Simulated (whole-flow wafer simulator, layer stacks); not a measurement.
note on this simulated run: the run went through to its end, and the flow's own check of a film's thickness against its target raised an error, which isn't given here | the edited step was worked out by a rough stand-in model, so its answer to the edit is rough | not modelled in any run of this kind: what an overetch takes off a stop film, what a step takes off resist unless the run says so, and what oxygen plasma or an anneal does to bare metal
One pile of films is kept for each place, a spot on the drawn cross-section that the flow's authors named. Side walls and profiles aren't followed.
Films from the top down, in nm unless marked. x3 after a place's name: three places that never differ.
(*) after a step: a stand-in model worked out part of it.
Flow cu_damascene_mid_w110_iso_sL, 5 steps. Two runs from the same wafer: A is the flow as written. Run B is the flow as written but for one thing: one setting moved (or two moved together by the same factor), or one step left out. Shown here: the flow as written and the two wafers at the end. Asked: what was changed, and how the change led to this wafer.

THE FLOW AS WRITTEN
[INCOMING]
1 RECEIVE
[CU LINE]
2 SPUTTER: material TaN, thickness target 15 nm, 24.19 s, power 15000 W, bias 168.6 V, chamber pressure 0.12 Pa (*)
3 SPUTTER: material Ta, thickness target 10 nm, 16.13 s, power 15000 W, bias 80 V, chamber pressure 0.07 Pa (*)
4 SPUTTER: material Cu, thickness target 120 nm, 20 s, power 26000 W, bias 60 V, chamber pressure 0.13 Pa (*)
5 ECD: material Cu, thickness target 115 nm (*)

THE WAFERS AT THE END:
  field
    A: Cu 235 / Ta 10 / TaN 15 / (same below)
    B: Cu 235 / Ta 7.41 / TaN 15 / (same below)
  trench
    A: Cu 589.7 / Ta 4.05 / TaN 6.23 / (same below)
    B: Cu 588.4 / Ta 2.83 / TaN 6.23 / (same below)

The cause: step 3, SPUTTER: power 11120 W was run, where the flow has power 15000 W.

How the change led to this, step by step:
  3 SPUTTER: material Ta, thickness target 10 nm, 16.13 s, power 15000 W, bias 80 V, chamber pressure 0.07 Pa (*)
      field: A Ta +10 (new film) | B Ta +7.41 (new film)
      trench: A Ta +4.05 (new film) | B Ta +2.83 (new film)
